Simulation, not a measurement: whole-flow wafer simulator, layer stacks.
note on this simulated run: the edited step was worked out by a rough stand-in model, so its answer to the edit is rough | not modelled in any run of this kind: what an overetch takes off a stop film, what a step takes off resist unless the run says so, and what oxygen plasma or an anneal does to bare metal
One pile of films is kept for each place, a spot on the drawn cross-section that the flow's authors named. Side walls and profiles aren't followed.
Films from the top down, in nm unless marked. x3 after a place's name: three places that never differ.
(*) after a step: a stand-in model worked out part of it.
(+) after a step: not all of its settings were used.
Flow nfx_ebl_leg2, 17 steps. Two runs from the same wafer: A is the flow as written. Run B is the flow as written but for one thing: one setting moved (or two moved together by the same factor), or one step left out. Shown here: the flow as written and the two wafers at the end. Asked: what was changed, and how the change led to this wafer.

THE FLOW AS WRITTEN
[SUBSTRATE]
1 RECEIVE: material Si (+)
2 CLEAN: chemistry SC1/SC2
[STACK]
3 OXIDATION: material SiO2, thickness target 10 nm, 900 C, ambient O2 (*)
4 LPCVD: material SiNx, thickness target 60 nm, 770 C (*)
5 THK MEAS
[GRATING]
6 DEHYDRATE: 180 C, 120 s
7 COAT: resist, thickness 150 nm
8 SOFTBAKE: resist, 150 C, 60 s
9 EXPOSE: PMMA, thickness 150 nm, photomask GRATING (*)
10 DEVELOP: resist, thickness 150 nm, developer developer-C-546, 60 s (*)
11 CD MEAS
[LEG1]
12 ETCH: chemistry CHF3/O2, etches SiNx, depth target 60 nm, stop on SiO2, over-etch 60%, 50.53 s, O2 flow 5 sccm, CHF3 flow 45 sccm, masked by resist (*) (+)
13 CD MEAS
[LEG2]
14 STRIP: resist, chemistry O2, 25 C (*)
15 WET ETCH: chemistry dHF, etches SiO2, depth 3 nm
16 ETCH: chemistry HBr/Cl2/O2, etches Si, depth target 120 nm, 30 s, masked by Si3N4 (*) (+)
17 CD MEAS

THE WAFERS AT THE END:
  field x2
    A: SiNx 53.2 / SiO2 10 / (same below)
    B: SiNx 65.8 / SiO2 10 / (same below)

The cause: step 4, LPCVD: 782 C was run, where the flow has 770 C.

How the change led to this, step by step:
  4 LPCVD: material SiNx, thickness target 60 nm, 770 C (*)
      field x2, pad x2: A SiNx +60 (new film) | B SiNx +72.6 (new film)
  12 ETCH: chemistry CHF3/O2, etches SiNx, depth target 60 nm, stop on SiO2, over-etch 60%, 50.53 s, O2 flow 5 sccm, CHF3 flow 45 sccm, masked by resist (*) (+)
      pad x2: A SiNx -60 (all of it), SiO2 -10 (all of it) | B SiNx -72.6 (all of it), SiO2 -10 (all of it)
